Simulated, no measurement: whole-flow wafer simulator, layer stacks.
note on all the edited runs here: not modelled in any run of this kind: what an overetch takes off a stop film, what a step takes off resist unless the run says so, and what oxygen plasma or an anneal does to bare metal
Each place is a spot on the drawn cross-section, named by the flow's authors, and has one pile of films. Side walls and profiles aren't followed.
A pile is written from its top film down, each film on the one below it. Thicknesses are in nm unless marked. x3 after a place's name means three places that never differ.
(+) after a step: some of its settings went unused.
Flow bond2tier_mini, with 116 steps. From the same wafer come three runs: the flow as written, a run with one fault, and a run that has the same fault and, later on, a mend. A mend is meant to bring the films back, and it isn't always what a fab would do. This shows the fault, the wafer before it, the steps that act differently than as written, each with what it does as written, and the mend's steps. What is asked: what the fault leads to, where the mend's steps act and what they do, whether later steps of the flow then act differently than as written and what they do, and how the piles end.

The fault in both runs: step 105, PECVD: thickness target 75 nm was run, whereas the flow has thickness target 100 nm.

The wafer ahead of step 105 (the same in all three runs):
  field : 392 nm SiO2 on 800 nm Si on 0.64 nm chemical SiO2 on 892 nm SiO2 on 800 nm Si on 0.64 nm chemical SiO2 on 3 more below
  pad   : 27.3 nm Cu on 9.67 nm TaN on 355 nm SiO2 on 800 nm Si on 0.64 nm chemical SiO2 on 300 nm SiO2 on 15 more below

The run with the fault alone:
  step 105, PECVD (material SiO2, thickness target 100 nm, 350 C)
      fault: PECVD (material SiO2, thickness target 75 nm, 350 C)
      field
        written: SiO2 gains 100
        fault: SiO2 gains 75
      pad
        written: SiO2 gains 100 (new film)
        fault: SiO2 gains 75 (new film)
  Later steps of the flow acting differently than as written (1 more step, not shown, differs only slightly: by at most 2% or 0.5 nm, whichever is larger):
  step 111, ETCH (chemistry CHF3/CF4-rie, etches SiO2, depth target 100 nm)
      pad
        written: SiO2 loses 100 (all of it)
        fault: SiO2 loses 75 (all of it), Cu loses 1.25
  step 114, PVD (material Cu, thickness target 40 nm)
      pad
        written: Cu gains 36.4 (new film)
        fault: Cu gains 37.2 (new film)
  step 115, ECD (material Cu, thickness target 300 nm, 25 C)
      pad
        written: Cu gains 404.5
        fault: Cu gains 379.7
  The piles end different from the flow's at field, pad by more than 2% or 0.5 nm, whichever is larger.
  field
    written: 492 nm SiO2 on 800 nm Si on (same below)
    fault: 467 nm SiO2 on 800 nm Si on (same below)
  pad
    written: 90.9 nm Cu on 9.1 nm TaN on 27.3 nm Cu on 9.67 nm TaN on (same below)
    fault: 66.9 nm Cu on 9.36 nm TaN on 26.1 nm Cu on 9.67 nm TaN on (same below)

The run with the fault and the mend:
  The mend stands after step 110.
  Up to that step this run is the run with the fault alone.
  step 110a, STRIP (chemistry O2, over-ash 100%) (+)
      field
        KrF resist loses 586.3 (all of it)
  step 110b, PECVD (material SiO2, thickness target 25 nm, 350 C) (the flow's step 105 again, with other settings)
      field, pad
        SiO2 gains 25
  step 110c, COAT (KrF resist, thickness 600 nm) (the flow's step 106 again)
      field, pad
        KrF resist gains 600 (new film)
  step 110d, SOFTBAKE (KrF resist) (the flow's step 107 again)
      does not change any film at any place that is followed
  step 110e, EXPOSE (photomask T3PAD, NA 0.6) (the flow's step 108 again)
      does not change any film at any place that is followed
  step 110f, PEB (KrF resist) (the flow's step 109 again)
      does not change any film at any place that is followed
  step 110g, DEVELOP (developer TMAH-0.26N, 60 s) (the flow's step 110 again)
      field
        KrF resist loses 13.7
      pad
        KrF resist loses 600 (all of it)
  None of the later steps of the flow acts differently than as written at any place that is followed.
  At every place that both follow, the piles at the end match the flow's.
